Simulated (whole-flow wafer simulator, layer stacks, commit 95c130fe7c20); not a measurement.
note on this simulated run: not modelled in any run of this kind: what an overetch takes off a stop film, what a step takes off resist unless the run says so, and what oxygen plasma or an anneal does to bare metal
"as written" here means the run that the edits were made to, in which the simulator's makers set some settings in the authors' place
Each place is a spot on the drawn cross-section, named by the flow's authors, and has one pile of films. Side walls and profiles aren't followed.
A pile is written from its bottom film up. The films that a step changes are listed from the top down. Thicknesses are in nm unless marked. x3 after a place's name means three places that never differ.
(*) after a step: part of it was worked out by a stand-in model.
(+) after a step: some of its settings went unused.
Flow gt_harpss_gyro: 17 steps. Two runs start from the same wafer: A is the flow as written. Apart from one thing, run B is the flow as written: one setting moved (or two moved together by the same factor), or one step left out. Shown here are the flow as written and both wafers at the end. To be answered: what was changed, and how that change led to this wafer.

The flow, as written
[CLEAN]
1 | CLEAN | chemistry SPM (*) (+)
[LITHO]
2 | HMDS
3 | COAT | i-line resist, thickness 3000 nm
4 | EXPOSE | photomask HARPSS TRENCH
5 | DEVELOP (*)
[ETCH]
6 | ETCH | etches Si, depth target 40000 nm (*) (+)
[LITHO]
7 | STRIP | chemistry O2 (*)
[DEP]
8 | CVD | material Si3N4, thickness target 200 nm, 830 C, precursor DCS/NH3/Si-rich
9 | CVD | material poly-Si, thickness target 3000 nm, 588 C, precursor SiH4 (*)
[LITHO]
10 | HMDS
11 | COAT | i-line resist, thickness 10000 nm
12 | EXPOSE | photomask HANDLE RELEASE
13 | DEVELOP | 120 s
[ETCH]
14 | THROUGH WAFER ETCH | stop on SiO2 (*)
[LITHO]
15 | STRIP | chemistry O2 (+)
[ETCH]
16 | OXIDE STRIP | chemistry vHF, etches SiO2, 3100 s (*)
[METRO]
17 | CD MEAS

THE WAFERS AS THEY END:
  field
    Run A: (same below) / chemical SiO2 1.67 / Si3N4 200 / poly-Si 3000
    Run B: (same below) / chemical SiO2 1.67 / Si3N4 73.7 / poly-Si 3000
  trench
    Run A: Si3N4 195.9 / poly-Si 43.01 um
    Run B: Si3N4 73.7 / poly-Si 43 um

The reason: step 8, CVD: 751 C was run, though the flow has 830 C.

Step by step, how the change led to this:
  8 | CVD | material Si3N4, thickness target 200 nm, 830 C, precursor DCS/NH3/Si-rich
      field: A +200 Si3N4 (new film) | B +73.7 Si3N4 (new film)
      trench: A +195.9 Si3N4 (new film) | B +73.7 Si3N4 (new film)
  9 | CVD | material poly-Si, thickness target 3000 nm, 588 C, precursor SiH4 (*)
      trench: A +43.01 um poly-Si (new film) | B +43 um poly-Si (new film)
